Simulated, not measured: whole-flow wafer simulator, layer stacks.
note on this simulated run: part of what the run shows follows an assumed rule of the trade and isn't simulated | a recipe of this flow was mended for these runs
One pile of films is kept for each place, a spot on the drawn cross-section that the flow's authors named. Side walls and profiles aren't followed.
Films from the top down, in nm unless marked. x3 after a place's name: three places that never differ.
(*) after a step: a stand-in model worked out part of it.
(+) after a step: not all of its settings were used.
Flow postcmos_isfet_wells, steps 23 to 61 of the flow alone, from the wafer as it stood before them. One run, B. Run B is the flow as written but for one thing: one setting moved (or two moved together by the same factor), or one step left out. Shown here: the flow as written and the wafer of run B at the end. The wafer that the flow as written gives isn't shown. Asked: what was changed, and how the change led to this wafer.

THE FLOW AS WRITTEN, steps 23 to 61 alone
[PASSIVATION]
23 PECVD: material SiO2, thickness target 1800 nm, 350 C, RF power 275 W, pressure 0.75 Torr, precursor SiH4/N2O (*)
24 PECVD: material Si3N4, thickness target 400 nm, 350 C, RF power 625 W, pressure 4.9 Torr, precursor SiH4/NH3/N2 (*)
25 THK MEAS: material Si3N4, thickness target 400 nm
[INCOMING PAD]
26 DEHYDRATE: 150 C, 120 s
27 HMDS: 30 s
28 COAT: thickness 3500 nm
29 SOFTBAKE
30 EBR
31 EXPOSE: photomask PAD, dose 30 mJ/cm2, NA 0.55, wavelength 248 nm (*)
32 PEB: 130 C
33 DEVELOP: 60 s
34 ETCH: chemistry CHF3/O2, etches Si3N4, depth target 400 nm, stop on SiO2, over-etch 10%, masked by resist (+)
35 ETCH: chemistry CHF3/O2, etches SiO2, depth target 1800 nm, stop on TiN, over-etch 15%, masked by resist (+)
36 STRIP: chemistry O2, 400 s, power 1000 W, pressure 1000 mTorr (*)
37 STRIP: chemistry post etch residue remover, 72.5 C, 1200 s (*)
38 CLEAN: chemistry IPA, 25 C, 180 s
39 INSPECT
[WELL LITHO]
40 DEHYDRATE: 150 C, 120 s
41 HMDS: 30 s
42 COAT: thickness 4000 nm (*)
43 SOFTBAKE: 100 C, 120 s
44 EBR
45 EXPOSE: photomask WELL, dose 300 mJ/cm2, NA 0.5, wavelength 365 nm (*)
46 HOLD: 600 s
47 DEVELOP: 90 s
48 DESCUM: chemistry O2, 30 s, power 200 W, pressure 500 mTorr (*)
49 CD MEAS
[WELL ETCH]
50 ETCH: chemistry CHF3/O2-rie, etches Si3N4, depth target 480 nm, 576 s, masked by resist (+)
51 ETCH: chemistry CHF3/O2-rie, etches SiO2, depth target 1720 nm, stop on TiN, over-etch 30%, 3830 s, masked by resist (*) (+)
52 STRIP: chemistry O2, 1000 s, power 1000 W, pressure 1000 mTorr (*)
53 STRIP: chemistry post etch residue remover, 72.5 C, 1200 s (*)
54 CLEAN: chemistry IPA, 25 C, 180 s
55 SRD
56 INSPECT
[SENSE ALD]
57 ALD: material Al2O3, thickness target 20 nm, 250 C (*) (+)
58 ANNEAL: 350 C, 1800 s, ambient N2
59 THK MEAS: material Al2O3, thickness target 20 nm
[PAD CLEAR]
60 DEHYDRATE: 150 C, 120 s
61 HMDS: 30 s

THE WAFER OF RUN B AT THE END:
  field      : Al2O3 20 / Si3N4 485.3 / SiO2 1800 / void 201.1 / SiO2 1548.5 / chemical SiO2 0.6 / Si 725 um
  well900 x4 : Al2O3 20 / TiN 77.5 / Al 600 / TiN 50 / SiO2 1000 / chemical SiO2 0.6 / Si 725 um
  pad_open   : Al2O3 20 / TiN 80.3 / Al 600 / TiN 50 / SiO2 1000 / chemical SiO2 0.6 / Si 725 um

The cause: step 24, PECVD: thickness target 486 nm was run, where the flow has thickness target 400 nm.

How the change led to this, step by step:
  24 PECVD: material Si3N4, thickness target 400 nm, 350 C, RF power 625 W, pressure 4.9 Torr, precursor SiH4/NH3/N2 (*)
      field, margin x2, well900 x4, pad_clr, pad_open: Si3N4 +486 (new film) (as written it would be: Si3N4 +400 (new film))
  34 ETCH: chemistry CHF3/O2, etches Si3N4, depth target 400 nm, stop on SiO2, over-etch 10%, masked by resist (+)
      pad_open: Si3N4 -440 (as written it would be: Si3N4 -400 (all of it), SiO2 -20)
  35 ETCH: chemistry CHF3/O2, etches SiO2, depth target 1800 nm, stop on TiN, over-etch 15%, masked by resist (+)
      pad_open: Si3N4 -46 (all of it), SiO2 -1800 (all of it), TiN -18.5 (as written it would be: SiO2 -1780 (all of it), TiN -24.2)
  43 SOFTBAKE: 100 C, 120 s
      pad_clr: thick-g/i-line-resist -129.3 (as written it would be: thick-g/i-line-resist -123)
      pad_open: thick-g/i-line-resist +75 (as written it would be: thick-g/i-line-resist +73)
  50 ETCH: chemistry CHF3/O2-rie, etches Si3N4, depth target 480 nm, 576 s, masked by resist (+)
      well900 x4: Si3N4 -480 (as written it would be: Si3N4 -399.6 (all of it), SiO2 -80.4)
  51 ETCH: chemistry CHF3/O2-rie, etches SiO2, depth target 1720 nm, stop on TiN, over-etch 30%, 3830 s, masked by resist (*) (+)
      well900 x4: Si3N4 -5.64 (all of it), SiO2 -1800 (all of it), TiN -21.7 (as written it would be: SiO2 -1719.6 (all of it), TiN -20.6)
